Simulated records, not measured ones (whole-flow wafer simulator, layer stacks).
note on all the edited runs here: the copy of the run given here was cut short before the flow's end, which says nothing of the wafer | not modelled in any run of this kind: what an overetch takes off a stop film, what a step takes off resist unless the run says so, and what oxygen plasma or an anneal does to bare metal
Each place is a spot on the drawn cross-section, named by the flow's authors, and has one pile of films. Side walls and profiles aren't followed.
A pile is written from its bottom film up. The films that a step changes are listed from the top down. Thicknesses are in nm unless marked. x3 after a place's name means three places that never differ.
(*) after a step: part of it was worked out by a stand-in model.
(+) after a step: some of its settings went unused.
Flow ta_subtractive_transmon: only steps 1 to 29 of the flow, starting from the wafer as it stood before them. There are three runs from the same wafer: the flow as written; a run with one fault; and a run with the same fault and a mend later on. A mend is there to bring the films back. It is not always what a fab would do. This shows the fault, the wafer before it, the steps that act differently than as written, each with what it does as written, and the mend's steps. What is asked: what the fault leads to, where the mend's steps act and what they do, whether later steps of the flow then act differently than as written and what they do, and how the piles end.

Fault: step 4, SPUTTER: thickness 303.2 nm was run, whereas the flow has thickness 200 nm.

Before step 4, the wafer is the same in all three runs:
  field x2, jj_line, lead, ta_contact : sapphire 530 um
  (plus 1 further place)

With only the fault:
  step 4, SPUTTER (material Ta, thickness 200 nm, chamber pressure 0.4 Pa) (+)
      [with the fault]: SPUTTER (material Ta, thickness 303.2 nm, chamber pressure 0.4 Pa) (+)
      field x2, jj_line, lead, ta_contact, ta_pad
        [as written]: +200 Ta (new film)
        [with the fault]: +303.2 Ta (new film)
  Steps later in the flow that act otherwise than as written (not shown: 3 more steps that differ only slightly, by at most 2% or 0.5 nm, whichever is larger):
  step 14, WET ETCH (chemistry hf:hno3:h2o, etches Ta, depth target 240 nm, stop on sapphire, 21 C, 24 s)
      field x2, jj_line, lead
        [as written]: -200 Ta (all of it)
        [with the fault]: -240 Ta
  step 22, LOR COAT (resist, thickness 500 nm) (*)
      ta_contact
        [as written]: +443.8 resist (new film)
        [with the fault]: +433.7 resist (new film)
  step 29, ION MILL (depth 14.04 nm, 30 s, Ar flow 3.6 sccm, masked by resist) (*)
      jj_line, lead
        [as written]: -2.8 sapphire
        [with the fault]: -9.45 Ta
  The piles end different from the flow's at field x2, jj_line, lead, ta_contact, ta_pad by more than 2% or 0.5 nm, whichever is larger.
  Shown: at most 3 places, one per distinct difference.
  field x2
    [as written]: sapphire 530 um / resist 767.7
    [with the fault]: sapphire 530 um / Ta 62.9 / resist 767.7
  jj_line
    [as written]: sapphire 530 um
    [with the fault]: sapphire 530 um / Ta 53.5
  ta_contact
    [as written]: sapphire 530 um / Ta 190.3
    [with the fault]: sapphire 530 um / Ta 293.5

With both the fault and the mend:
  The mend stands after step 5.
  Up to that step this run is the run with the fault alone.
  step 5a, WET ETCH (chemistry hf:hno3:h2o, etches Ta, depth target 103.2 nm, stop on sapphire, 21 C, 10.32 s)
      field x2, jj_line, lead, ta_contact, ta_pad
        -103.2 Ta
  None of the later steps of the flow acts differently than as written at any place that is followed.
  By the end, the piles equal the flow's at every place that both follow.
